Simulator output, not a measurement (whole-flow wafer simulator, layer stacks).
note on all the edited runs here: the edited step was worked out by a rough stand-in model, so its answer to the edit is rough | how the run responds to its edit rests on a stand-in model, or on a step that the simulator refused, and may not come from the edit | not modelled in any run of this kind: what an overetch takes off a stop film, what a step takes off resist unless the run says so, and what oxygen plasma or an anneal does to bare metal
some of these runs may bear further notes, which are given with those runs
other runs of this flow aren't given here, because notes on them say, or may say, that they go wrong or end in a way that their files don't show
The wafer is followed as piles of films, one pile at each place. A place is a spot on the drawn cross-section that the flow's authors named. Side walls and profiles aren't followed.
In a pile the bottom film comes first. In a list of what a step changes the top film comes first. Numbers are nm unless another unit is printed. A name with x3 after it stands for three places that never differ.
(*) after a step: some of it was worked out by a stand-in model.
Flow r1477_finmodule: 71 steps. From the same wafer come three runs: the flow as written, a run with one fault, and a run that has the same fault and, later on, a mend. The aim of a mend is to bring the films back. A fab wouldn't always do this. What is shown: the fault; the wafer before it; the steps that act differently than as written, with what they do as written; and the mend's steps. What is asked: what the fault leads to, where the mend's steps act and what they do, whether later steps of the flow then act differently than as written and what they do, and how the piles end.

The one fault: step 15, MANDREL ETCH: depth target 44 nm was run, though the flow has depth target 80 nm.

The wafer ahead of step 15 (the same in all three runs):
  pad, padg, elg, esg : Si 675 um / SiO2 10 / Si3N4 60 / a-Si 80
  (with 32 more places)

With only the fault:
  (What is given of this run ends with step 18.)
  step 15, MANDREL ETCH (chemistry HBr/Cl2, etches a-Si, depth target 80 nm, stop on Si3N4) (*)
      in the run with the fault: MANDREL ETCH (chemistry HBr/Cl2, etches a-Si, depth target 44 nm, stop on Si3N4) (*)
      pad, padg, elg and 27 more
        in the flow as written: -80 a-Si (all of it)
        in the run with the fault: -44 a-Si
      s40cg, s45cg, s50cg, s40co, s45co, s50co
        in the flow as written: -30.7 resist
        in the run with the fault: -16.9 resist
  Steps later in the flow that act otherwise than as written:
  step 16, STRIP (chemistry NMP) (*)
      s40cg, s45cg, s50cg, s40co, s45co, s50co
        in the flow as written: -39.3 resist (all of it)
        in the run with the fault: -53.1 resist (all of it)
  The piles after step 18 differ from the flow's at pad, padg, elg and 27 more by more than 2% or 0.5 nm, whichever is larger.
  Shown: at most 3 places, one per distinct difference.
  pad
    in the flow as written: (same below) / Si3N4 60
    in the run with the fault: (same below) / Si3N4 60 / a-Si 36

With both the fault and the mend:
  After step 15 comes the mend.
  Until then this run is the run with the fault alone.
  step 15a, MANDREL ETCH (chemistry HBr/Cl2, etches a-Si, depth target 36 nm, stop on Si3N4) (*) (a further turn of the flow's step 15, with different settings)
      pad, padg, elg and 27 more
        -36 a-Si (all of it)
      s40cg, s45cg, s50cg, s40co, s45co, s50co
        -13.8 resist
  Every later step of the flow that is run acts as written at every place that is followed.
  At every place that both follow, the piles at the end match the flow's.
